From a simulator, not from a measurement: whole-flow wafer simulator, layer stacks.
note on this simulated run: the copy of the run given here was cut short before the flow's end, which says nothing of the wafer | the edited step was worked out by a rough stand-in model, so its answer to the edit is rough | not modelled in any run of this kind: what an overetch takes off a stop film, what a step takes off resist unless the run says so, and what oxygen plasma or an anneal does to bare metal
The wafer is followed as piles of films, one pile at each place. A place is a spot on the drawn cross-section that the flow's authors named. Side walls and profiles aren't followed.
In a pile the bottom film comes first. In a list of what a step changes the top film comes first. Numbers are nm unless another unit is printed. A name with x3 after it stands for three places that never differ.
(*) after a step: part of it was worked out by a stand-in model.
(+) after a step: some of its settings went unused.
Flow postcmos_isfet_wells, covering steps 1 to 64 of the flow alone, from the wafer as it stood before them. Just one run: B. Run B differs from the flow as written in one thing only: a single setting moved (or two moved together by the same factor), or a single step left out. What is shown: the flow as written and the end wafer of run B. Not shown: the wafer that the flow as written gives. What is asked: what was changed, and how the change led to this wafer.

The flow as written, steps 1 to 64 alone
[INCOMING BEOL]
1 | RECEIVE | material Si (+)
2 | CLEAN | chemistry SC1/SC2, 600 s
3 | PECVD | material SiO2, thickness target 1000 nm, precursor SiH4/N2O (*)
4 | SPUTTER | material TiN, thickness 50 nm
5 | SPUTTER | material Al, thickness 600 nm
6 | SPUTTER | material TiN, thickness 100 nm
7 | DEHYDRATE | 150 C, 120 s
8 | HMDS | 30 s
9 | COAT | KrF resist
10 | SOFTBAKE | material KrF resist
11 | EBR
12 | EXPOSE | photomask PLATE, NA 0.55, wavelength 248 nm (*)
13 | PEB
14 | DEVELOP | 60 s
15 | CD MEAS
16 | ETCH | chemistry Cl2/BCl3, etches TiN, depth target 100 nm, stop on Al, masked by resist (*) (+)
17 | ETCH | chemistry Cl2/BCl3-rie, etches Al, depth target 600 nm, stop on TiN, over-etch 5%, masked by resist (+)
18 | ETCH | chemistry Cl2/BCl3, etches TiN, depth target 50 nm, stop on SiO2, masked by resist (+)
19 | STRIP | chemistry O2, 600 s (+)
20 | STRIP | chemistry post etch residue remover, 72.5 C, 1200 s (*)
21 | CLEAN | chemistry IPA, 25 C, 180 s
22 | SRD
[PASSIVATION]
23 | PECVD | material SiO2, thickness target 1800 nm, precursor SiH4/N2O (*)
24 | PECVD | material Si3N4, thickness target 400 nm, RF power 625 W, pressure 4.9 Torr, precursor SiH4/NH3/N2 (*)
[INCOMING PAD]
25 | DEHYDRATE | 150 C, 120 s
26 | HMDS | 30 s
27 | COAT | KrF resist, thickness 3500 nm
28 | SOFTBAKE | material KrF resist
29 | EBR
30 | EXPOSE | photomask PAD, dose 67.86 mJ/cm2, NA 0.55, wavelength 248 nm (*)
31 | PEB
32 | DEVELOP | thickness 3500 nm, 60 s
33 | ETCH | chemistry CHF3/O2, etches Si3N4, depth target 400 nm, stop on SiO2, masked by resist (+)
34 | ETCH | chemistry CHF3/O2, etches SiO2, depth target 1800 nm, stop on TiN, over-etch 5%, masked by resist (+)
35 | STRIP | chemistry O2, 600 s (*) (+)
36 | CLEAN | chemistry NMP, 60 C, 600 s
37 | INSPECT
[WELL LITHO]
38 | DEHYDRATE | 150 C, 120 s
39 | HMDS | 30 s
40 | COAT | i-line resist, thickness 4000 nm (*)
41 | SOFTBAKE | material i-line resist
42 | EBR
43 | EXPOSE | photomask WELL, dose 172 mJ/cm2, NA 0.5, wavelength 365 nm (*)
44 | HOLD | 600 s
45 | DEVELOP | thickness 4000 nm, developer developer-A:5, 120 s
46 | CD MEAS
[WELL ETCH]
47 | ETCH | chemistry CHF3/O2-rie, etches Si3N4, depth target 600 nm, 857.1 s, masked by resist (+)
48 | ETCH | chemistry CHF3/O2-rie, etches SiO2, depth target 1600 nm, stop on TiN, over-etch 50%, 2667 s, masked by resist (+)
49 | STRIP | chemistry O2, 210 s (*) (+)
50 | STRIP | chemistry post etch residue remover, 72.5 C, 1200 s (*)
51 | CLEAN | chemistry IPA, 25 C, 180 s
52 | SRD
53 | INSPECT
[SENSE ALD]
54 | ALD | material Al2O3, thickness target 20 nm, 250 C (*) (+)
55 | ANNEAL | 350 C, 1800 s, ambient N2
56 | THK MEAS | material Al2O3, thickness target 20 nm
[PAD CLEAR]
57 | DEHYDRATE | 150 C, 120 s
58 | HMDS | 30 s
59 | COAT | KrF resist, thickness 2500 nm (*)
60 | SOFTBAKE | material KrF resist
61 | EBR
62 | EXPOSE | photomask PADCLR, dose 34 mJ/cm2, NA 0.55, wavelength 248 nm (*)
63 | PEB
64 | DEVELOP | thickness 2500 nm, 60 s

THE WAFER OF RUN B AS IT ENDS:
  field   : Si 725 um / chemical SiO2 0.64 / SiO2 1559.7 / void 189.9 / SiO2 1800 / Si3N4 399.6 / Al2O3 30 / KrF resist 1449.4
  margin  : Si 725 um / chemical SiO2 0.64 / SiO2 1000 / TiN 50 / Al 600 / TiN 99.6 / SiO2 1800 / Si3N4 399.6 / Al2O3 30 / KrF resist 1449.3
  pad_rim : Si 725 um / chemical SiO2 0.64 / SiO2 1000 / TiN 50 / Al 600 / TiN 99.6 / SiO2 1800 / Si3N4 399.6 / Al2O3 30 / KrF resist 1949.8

What caused this: step 54, ALD: thickness target 30 nm was run, though the flow has thickness target 20 nm.
The wafer lets one read it off: field has Al2O3 30, and step 54 as written asks for 20 nm.

The path from the change to this, step by step:
  54 | ALD | material Al2O3, thickness target 20 nm, 250 C (*) (+)
      field, margin, well900, well1300 x3, pad_rim, pad_clr, pad_open: Al2O3 gains 30 (new film) (it would be, as written: Al2O3 gains 20 (new film))
